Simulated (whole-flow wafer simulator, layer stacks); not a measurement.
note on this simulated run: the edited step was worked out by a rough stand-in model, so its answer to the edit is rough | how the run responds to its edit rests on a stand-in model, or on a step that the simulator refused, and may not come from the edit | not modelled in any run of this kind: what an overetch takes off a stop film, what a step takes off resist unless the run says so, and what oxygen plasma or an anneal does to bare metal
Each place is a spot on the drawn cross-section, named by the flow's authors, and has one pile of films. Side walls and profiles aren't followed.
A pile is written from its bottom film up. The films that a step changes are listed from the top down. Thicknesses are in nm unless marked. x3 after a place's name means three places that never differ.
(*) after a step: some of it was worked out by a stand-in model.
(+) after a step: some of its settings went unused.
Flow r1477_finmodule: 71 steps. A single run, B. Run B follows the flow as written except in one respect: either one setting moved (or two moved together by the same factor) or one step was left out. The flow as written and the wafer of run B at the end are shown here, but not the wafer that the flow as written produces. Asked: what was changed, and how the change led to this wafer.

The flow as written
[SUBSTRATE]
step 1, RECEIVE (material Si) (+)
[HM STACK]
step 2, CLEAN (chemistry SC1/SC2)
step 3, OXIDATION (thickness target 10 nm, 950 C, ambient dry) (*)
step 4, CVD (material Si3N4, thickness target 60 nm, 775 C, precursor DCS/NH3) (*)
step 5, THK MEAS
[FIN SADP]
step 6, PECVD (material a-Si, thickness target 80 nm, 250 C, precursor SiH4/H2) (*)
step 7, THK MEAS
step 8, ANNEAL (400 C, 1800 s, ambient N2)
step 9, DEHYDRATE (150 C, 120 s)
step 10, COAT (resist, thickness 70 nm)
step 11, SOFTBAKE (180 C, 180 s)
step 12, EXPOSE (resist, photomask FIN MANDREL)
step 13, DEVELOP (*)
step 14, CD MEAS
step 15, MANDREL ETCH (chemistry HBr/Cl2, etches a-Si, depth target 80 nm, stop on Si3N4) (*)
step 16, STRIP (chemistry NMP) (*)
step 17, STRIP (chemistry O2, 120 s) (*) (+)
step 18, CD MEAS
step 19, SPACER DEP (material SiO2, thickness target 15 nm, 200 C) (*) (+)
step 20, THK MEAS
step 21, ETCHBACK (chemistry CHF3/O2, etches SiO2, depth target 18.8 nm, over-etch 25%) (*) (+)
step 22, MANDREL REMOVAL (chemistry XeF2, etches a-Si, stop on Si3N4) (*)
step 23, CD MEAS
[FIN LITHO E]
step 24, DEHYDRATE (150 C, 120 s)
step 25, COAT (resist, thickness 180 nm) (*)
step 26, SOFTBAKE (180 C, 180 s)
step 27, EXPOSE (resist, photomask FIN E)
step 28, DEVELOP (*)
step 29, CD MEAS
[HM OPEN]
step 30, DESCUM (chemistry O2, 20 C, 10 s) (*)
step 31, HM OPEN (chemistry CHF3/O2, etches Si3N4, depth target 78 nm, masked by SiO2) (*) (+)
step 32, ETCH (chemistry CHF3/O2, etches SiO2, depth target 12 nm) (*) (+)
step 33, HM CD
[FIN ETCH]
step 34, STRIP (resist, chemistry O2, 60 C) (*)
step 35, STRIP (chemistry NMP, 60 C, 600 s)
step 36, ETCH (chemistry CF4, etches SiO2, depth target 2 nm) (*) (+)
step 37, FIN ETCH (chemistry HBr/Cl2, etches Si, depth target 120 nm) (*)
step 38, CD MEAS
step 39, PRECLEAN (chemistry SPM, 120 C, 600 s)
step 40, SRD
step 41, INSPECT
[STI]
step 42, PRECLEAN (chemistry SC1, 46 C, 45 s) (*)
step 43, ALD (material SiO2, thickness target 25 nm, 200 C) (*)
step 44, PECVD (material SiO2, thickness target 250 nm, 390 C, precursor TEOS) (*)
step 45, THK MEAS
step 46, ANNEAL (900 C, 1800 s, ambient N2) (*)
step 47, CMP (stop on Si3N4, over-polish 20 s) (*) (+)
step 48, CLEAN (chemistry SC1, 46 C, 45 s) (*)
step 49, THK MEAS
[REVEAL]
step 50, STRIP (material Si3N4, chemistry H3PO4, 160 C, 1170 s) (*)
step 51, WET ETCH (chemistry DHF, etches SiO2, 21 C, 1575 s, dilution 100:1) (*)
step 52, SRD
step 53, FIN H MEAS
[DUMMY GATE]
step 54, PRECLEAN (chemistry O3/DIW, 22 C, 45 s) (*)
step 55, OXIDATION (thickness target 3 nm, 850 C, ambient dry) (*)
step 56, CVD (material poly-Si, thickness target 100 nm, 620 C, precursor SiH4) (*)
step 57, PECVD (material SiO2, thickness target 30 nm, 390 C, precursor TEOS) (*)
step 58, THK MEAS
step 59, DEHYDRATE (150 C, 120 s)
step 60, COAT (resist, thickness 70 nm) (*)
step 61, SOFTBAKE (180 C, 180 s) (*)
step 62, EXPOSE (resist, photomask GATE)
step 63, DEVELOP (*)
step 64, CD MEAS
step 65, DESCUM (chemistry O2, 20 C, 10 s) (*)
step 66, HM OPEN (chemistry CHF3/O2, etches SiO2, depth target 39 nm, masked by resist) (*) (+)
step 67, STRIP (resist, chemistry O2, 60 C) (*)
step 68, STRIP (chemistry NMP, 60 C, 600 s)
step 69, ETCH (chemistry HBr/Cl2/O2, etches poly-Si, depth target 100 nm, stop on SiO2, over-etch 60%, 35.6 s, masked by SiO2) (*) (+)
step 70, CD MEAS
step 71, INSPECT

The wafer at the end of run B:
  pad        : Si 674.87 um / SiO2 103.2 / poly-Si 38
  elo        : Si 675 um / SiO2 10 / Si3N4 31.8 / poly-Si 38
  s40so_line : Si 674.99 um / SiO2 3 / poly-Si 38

What caused this: step 66, HM OPEN: depth target 25.1 nm was run, though the flow has depth target 39 nm.

Step by step, how the change led to this:
  step 66, HM OPEN (chemistry CHF3/O2, etches SiO2, depth target 39 nm, masked by resist) (*) (+)
      pad, elo, eso and 15 more: -25.1 SiO2 (it would be, as written: -30 SiO2 (all of it), -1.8 poly-Si)
      padg, elg, esg and 15 more: -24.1 resist (it would be, as written: -37.4 resist)
  step 67, STRIP (resist, chemistry O2, 60 C) (*)
      pad, elo, eso and 15 more: nothing (it would be, as written: +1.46 chemical SiO2 (new film), -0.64 poly-Si)
      padg, elg, esg: -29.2 resist (all of it) (it would be, as written: -15.9 resist (all of it))
      (and at 15 other places as well)
  step 69, ETCH (chemistry HBr/Cl2/O2, etches poly-Si, depth target 100 nm, stop on SiO2, over-etch 60%, 35.6 s, masked by SiO2) (*) (+)
      pad, eso, e40so and 8 more: -4.9 SiO2 (all of it), -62 poly-Si (it would be, as written: -1.46 chemical SiO2 (all of it), -97.6 poly-Si (all of it), -0.42 SiO2)
      elo, e40lo, e100lo, e200lo: -4.9 SiO2 (all of it), -62 poly-Si (it would be, as written: -1.46 chemical SiO2 (all of it), -97.6 poly-Si (all of it), -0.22 Si3N4)
      (and at 3 other places as well)
